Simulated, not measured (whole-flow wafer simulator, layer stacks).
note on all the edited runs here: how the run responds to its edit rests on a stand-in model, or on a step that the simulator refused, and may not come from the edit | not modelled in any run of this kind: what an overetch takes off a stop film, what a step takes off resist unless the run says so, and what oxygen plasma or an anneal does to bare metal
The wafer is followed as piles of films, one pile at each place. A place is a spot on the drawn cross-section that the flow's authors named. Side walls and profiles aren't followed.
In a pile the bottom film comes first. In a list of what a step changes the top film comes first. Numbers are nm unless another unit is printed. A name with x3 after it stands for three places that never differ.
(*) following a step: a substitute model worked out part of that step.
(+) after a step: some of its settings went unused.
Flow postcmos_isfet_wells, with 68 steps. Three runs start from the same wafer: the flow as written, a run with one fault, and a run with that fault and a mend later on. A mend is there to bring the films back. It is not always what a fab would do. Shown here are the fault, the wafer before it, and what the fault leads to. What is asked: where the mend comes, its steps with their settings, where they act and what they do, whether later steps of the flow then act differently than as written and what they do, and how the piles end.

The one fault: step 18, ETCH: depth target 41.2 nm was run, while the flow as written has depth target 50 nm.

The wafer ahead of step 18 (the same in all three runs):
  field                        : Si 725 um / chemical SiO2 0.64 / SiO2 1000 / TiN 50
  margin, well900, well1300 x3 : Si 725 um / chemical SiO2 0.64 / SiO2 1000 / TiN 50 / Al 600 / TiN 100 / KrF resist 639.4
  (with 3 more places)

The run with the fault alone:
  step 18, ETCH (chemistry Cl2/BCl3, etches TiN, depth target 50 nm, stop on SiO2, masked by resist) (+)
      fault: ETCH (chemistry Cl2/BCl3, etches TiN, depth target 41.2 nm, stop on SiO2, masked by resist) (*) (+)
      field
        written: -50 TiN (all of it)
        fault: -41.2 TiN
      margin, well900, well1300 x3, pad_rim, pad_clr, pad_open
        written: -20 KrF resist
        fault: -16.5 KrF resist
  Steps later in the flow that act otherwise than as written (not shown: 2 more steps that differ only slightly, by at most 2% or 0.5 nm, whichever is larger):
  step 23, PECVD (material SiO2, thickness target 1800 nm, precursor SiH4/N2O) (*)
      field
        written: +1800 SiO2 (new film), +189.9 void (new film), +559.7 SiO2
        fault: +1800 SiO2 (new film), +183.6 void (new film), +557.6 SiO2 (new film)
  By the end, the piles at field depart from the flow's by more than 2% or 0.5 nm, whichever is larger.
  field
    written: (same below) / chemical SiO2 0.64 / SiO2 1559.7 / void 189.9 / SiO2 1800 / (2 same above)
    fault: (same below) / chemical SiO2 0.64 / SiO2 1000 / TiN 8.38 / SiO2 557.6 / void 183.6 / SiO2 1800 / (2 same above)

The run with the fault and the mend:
  The mend follows step 18.
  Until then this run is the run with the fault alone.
  step 18a, ETCH (chemistry Cl2/BCl3, etches TiN, depth target 8.8 nm, stop on SiO2, masked by resist) (the flow's step 18, run once more with other settings)
      margin, well900, well1300 x3, pad_rim, pad_clr, pad_open
        -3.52 KrF resist
      field
        -8.8 TiN (all of it)
  None of the later steps of the flow acts differently than as written at any place that is followed.
  At every place that both follow, the piles at the end match the flow's.
